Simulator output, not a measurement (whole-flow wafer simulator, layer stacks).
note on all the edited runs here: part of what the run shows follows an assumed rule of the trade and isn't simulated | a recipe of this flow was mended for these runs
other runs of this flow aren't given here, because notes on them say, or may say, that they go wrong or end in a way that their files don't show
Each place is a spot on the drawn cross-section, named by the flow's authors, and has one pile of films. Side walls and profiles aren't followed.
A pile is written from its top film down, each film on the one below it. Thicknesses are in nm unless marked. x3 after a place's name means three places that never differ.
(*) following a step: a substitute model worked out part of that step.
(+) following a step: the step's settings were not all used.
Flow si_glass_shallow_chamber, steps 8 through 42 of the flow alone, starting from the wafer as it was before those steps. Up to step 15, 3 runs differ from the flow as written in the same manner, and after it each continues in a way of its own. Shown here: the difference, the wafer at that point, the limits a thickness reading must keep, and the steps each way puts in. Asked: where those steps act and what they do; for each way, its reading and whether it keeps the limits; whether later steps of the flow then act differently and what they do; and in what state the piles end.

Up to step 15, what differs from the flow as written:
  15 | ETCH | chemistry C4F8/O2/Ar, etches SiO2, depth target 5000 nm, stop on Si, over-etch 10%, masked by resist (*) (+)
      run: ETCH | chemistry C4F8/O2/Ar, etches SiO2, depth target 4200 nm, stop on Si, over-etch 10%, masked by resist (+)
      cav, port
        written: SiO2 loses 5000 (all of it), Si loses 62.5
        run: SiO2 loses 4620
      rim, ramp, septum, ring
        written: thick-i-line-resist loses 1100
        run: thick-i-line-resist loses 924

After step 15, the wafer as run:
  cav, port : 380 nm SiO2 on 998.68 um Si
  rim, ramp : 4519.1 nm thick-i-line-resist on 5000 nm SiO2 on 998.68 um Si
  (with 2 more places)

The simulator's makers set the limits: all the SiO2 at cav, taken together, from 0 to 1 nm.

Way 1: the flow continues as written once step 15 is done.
  Reading after step 15: 380 nm, not within the limits.
  Steps later in the flow that act otherwise than as written (1 other step is not shown; it differs only slightly, by no more than 2% or 0.5 nm, whichever is larger):
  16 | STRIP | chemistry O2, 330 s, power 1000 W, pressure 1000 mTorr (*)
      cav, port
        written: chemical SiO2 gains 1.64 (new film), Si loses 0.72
        way: nothing
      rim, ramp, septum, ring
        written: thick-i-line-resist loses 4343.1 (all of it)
        way: thick-i-line-resist loses 4519.1 (all of it)
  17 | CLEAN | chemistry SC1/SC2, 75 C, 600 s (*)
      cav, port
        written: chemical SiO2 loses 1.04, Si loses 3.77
        way: SiO2 loses 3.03
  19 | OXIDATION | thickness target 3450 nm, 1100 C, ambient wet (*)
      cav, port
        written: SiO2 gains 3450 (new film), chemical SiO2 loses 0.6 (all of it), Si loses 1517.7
        way: SiO2 gains 3102.7, Si loses 1365.2
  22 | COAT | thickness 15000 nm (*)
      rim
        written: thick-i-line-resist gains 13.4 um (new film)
        way: thick-i-line-resist gains 13.5 um (new film)
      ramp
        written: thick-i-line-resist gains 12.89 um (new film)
        way: thick-i-line-resist gains 13.03 um (new film)
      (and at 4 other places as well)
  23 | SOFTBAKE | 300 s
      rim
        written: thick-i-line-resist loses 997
        way: thick-i-line-resist loses 927
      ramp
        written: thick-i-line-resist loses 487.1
        way: thick-i-line-resist loses 450.3
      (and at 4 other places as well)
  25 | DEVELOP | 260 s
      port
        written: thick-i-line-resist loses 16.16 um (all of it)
        way: thick-i-line-resist loses 16.08 um (all of it)
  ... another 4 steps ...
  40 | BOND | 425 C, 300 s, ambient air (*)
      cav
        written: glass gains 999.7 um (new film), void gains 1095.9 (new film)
        way: glass gains 999.7 um (new film), void gains 876.4 (new film)
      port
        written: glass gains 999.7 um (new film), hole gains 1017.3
        way: glass gains 999.7 um (new film), hole gains 794
  By the end, the piles at cav depart from the flow's by more than 2% or 0.5 nm, whichever is larger.
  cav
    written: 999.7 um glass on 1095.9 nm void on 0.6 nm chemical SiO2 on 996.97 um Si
    way: 999.7 um glass on 876.4 nm void on 0.6 nm chemical SiO2 on 997.19 um Si

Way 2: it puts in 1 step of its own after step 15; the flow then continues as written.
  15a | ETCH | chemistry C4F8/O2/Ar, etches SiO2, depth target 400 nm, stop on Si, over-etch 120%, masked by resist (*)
      rim, ramp, septum, ring
        thick-i-line-resist loses 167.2
      cav, port
        SiO2 loses 380 (all of it), Si loses 62.5
  Reading after step 15a: 0 nm, inside the limits.
  Every later step of the flow that is run acts as written, at every place that is followed, to within 2% or 0.5 nm, whichever is larger.
  At every place that both follow, the piles at the end match the flow's.

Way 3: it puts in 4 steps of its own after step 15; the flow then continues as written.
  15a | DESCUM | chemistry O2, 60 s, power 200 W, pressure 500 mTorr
      rim, ramp, septum, ring
        thick-i-line-resist loses 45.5
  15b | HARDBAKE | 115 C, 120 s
      rim, ramp, septum, ring
        thick-i-line-resist loses 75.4
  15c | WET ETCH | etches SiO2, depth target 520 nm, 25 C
      cav, port
        SiO2 loses 380 (all of it)
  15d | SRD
      does not change any film at any place that is followed
  Reading after step 15d: 0 nm, inside the limits.
  Steps later in the flow that act otherwise than as written (4 other steps are not shown; they differ only slightly, by no more than 2% or 0.5 nm, whichever is larger):
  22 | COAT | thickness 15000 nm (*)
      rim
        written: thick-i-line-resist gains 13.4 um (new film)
        way: thick-i-line-resist gains 13.43 um (new film)
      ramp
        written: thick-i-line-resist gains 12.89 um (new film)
        way: thick-i-line-resist gains 12.93 um (new film)
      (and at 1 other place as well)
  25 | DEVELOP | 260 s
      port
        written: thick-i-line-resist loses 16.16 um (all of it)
        way: thick-i-line-resist loses 16.14 um (all of it)
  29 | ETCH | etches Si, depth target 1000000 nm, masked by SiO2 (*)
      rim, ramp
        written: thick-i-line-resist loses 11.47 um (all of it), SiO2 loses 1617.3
        way: thick-i-line-resist loses 11.52 um (all of it), SiO2 loses 1594.5
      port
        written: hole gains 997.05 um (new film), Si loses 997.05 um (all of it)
        way: hole gains 997.11 um (new film), Si loses 997.11 um (all of it)
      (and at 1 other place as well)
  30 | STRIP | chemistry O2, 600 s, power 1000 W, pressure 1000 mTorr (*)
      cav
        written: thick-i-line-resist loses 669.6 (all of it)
        way: thick-i-line-resist loses 650.6 (all of it)
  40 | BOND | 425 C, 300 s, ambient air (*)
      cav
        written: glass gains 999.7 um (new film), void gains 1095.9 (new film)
        way: glass gains 999.7 um (new film), void gains 1033.4 (new film)
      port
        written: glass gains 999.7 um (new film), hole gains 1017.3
        way: glass gains 999.7 um (new film), hole gains 954.8
  By the end, the piles at cav depart from the flow's by more than 2% or 0.5 nm, whichever is larger.
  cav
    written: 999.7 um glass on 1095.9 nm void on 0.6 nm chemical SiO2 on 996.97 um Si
    way: 999.7 um glass on 1033.4 nm void on 0.6 nm chemical SiO2 on 997.03 um Si

The limits are kept by: way 2, way 3. They are not kept by: way 1.
